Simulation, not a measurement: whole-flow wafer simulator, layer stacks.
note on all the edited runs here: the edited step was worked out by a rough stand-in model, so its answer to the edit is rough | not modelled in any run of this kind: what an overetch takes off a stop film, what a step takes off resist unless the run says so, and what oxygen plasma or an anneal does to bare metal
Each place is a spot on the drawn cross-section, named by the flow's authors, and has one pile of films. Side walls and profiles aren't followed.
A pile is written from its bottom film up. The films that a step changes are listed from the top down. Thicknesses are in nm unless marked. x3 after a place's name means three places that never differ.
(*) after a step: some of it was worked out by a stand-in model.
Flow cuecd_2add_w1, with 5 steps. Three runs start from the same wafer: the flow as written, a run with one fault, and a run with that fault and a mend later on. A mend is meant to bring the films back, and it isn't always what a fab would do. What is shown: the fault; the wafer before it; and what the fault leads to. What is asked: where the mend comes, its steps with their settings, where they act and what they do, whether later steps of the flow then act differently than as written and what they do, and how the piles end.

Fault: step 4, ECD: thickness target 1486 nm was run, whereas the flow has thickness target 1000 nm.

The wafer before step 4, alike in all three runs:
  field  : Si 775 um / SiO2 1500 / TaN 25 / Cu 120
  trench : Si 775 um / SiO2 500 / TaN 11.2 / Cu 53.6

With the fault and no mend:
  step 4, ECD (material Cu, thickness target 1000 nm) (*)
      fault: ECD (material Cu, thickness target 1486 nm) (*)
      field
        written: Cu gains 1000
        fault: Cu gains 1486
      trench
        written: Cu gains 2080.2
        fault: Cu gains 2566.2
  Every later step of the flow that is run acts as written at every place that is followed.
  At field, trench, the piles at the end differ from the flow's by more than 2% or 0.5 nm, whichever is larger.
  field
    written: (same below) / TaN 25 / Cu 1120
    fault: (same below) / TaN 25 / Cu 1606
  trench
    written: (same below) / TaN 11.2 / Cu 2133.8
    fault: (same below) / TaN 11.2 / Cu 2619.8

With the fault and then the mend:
  After step 5 comes the mend.
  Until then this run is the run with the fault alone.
  step 5a, ETCH (chemistry cu recess dil, depth target 486 nm)
      field, trench
        Cu loses 486
  Every later step of the flow that is run acts as written at every place that is followed.
  By the end, the piles equal the flow's at every place that both follow.
